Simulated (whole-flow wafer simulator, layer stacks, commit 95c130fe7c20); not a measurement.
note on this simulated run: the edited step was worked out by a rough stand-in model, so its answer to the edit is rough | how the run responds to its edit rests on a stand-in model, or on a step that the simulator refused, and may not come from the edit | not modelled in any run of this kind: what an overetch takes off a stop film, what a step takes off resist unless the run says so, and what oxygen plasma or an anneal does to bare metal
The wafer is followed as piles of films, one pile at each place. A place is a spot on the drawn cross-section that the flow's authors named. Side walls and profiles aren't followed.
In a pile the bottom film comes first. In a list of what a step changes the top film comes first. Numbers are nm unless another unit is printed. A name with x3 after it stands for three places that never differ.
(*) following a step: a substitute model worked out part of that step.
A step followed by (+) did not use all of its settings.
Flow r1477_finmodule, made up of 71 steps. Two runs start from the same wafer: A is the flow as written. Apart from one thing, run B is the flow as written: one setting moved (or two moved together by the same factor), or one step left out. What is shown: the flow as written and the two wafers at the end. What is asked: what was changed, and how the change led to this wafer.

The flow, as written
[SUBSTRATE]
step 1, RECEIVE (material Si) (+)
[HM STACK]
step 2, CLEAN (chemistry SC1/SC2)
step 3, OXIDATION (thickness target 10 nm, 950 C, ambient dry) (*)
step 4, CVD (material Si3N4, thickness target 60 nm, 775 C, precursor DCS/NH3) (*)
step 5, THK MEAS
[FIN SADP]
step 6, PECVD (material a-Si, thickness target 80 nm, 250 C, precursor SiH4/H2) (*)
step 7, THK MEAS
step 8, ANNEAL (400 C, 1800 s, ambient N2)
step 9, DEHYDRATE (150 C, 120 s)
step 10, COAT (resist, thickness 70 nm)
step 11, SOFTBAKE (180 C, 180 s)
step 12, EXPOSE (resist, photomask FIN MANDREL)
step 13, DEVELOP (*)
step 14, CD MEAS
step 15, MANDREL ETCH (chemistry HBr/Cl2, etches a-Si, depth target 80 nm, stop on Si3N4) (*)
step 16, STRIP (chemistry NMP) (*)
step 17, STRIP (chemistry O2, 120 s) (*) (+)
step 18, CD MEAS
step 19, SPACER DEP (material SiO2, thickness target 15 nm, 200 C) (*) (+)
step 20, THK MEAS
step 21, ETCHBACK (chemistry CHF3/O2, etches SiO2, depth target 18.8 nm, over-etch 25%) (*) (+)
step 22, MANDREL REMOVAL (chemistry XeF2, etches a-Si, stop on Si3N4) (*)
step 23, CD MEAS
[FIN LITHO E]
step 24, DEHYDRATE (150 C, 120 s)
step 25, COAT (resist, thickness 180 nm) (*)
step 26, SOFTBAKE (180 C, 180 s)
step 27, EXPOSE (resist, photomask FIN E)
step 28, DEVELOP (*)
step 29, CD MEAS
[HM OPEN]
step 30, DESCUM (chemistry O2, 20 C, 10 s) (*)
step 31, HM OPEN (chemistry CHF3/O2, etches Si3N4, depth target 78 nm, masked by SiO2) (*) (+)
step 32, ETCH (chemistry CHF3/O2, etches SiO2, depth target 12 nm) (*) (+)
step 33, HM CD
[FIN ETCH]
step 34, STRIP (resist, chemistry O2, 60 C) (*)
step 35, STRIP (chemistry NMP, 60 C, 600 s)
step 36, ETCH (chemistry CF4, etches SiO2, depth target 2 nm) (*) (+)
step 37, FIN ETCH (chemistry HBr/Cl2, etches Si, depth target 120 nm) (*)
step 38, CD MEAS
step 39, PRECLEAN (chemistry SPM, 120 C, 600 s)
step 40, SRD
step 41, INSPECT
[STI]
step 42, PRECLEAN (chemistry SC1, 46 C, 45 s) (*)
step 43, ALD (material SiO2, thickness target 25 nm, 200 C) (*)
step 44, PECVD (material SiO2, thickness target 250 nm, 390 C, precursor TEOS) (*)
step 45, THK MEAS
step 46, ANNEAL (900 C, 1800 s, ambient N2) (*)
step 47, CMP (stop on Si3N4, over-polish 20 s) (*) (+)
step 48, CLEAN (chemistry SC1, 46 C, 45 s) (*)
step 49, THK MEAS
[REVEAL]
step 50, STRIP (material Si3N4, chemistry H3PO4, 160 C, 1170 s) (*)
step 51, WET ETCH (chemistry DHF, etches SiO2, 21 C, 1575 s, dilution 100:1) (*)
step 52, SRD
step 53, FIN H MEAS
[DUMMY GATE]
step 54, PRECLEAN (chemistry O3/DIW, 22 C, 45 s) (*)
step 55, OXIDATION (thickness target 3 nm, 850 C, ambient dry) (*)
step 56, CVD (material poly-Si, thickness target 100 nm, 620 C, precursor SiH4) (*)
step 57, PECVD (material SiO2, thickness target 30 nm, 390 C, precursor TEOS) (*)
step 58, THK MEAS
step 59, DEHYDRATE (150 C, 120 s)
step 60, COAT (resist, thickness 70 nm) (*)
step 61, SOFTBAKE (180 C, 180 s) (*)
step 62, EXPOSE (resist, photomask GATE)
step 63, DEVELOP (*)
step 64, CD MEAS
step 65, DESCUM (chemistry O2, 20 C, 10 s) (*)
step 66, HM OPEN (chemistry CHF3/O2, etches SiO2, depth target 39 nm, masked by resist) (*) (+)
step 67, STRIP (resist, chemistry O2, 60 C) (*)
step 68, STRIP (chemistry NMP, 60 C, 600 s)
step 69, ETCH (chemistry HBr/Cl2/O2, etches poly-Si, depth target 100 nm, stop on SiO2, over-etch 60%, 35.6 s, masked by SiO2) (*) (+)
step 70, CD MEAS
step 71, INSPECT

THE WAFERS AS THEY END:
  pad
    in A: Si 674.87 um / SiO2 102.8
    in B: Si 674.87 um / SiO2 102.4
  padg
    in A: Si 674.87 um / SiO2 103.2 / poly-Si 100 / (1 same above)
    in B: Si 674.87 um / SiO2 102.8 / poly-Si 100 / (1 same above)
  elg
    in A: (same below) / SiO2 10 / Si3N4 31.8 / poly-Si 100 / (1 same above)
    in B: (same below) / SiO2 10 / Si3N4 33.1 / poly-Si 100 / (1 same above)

What caused this: step 36, ETCH: depth target 0.81 nm was run, while the flow as written has depth target 2 nm.

How this came from the change, step by step:
  step 36, ETCH (chemistry CF4, etches SiO2, depth target 2 nm) (*) (+)
      pad, padg, esg and 19 more: A chemical SiO2 loses 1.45 (all of it), Si loses 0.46 | B chemical SiO2 loses 0.81
      elg, e40lg, e100lg, e200lg, elo, e40lo, e100lo, e200lo: A Si3N4 loses 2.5 | B Si3N4 loses 1.01
      (and at 6 other places as well)
  step 37, FIN ETCH (chemistry HBr/Cl2, etches Si, depth target 120 nm) (*)
      pad, padg, esg and 19 more: A Si loses 120 | B chemical SiO2 loses 0.64 (all of it), Si loses 120
  step 51, WET ETCH (chemistry DHF, etches SiO2, 21 C, 1575 s, dilution 100:1) (*)
      elg, e40lg, e100lg, e200lg, elo, e40lo, e100lo, e200lo: A SiO2 loses 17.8 (all of it), Si3N4 loses 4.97 | B SiO2 loses 16.4 (all of it), Si3N4 loses 5.09
